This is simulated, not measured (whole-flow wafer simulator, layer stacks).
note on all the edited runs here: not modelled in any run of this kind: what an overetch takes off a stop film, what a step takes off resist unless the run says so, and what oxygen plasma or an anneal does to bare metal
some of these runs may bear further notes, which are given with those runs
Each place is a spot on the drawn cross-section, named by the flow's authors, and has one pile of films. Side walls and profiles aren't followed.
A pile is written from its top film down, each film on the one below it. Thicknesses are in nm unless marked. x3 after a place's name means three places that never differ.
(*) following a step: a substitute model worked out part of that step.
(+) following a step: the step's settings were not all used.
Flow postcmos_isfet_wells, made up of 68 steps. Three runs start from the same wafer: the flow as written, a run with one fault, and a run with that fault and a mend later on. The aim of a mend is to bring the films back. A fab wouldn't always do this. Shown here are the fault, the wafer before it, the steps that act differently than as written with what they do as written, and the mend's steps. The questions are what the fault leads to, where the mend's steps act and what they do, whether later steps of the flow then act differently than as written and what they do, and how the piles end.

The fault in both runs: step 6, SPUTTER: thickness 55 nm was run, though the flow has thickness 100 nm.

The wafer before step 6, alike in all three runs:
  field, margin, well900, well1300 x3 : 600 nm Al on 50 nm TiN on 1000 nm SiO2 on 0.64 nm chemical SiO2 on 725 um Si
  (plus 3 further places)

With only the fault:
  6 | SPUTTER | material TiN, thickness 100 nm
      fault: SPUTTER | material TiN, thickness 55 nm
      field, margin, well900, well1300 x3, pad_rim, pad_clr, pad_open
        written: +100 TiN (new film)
        fault: +55 TiN (new film)
  Steps further on in the flow that do not act as written (not shown: 1 more step that differs only slightly, by at most 2% or 0.5 nm, whichever is larger):
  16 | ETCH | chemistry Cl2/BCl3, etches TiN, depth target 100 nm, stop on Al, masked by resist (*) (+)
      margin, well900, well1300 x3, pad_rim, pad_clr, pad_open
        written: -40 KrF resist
        fault: -33 KrF resist
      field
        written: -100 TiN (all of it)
        fault: -55 TiN (all of it)
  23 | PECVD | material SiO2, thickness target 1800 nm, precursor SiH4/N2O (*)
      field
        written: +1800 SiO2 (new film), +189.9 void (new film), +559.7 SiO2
        fault: +1800 SiO2 (new film), +156.4 void (new film), +548.1 SiO2
  The piles end different from the flow's at field, margin, well900, well1300 x3, pad_rim, pad_clr, pad_open by more than 2% or 0.5 nm, whichever is larger.
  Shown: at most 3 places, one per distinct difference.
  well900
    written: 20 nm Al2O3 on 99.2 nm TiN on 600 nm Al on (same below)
    fault: 20 nm Al2O3 on 54.2 nm TiN on 600 nm Al on (same below)
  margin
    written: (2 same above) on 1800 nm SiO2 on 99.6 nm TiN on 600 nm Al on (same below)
    fault: (2 same above) on 1800 nm SiO2 on 54.6 nm TiN on 600 nm Al on (same below)
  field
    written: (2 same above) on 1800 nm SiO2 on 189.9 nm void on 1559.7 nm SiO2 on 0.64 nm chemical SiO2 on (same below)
    fault: (2 same above) on 1800 nm SiO2 on 156.4 nm void on 1548.1 nm SiO2 on 0.64 nm chemical SiO2 on (same below)

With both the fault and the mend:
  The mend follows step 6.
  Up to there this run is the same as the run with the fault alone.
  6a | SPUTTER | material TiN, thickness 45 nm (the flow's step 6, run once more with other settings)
      field, margin, well900, well1300 x3, pad_rim, pad_clr, pad_open
        +45 TiN
  None of the later steps of the flow acts differently than as written at any place that is followed.
  The piles end the same as the flow's at every place that both follow.
